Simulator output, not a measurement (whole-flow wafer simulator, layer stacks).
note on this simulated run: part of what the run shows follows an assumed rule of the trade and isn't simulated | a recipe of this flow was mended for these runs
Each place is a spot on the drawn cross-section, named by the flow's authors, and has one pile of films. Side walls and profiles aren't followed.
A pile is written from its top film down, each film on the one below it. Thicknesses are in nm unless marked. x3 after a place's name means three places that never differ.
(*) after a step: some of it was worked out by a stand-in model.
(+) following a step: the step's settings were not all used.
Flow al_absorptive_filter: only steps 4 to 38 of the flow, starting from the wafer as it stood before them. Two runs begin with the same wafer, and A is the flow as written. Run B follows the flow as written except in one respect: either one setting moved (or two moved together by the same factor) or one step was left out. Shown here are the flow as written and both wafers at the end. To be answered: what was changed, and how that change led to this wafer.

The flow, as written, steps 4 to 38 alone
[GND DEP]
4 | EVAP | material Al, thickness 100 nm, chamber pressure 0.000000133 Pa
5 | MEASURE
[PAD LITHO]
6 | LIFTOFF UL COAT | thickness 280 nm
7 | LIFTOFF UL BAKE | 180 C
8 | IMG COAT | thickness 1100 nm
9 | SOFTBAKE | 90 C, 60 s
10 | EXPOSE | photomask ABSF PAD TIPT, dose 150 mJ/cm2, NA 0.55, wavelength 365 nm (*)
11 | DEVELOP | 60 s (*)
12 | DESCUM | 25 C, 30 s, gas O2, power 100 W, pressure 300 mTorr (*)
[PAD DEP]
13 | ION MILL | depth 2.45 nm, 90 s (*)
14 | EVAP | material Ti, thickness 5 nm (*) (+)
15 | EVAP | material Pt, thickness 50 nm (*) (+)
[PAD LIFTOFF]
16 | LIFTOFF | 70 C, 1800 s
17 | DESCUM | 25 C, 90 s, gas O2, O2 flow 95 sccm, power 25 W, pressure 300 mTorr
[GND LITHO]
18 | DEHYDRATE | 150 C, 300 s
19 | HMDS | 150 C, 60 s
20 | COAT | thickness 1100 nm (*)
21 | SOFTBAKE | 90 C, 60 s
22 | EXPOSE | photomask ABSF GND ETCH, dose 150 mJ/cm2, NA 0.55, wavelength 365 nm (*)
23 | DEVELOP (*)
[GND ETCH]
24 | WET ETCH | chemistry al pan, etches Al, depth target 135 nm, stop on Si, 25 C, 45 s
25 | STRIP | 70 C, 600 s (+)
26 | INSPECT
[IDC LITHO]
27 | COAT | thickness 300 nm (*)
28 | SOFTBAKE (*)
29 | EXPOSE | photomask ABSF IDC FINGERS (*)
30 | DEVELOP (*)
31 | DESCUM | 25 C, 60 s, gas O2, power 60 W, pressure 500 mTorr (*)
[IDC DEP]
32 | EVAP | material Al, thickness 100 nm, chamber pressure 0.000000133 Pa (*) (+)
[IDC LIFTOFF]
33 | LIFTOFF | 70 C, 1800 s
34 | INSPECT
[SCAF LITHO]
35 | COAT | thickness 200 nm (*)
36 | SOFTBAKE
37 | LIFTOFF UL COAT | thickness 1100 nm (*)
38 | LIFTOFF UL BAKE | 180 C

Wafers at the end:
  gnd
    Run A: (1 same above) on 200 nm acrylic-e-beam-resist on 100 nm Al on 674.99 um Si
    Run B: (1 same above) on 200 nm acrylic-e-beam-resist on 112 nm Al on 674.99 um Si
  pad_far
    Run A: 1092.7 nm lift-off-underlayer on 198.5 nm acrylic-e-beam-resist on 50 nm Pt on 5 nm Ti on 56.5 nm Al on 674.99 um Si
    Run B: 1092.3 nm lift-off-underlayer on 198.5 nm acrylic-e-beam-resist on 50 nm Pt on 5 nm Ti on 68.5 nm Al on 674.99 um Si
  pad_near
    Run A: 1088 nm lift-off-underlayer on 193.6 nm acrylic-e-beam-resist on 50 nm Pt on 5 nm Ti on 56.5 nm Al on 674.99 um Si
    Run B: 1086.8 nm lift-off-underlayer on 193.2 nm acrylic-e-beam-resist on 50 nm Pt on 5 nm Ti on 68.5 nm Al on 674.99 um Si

What caused this: step 4, EVAP: thickness 112 nm was run, though the flow has thickness 100 nm.
The wafer lets one read it off: gnd has Al 112, and step 4 as written asks for 100 nm.

Step by step, how the change led to this:
  4 | EVAP | material Al, thickness 100 nm, chamber pressure 0.000000133 Pa
      gnd, pad_far, pad_near and 11 more: A Al gains 100 (new film) | B Al gains 112 (new film)
  24 | WET ETCH | chemistry al pan, etches Al, depth target 135 nm, stop on Si, 25 C, 45 s
      res, xl_gap, idc_field, idc_line, idc_space: A Al loses 86.7 (all of it) | B Al loses 98.7 (all of it)
  27 | COAT | thickness 300 nm (*)
      xl_gap: A e-beam-resist gains 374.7 (new film) | B e-beam-resist gains 383.6 (new film)
  33 | LIFTOFF | 70 C, 1800 s
      xl_gap: A Al loses 100 (all of it), e-beam-resist loses 365.7 (all of it) | B Al loses 100 (all of it), e-beam-resist loses 374.6 (all of it)
  35 | COAT | thickness 200 nm (*)
      ledge: A acrylic-e-beam-resist gains 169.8 (new film) | B acrylic-e-beam-resist gains 165.9 (new film)
      xl_gap: A acrylic-e-beam-resist gains 265.9 (new film) | B acrylic-e-beam-resist gains 273.6 (new film)
